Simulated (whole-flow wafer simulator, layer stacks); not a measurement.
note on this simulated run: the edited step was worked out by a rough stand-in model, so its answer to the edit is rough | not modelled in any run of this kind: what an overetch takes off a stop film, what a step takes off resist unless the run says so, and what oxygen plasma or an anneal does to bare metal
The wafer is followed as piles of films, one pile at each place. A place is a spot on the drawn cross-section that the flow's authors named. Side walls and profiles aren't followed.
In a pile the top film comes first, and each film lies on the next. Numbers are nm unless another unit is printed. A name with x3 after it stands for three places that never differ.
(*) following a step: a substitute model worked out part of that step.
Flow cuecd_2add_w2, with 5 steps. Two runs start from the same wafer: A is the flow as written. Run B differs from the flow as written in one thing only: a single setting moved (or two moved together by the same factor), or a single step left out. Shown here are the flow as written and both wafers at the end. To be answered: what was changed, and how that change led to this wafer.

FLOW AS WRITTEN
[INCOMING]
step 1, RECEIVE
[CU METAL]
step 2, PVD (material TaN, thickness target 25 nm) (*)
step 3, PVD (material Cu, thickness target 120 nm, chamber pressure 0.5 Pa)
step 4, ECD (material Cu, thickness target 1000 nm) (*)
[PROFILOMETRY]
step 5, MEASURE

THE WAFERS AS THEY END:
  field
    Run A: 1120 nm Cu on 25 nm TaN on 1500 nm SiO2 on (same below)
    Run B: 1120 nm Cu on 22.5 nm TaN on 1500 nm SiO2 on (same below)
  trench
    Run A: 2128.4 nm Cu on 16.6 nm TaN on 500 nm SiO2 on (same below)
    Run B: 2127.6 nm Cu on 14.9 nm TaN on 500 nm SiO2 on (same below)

What caused this: step 2, PVD: thickness target 22.5 nm was run, whereas the flow has thickness target 25 nm.
One can read it off the wafer: field has TaN 22.5, and step 2 as written asks for 25 nm.

The path from the change to this, step by step:
  step 2, PVD (material TaN, thickness target 25 nm) (*)
      field: A +25 TaN (new film) | B +22.5 TaN (new film)
      trench: A +16.6 TaN (new film) | B +14.9 TaN (new film)
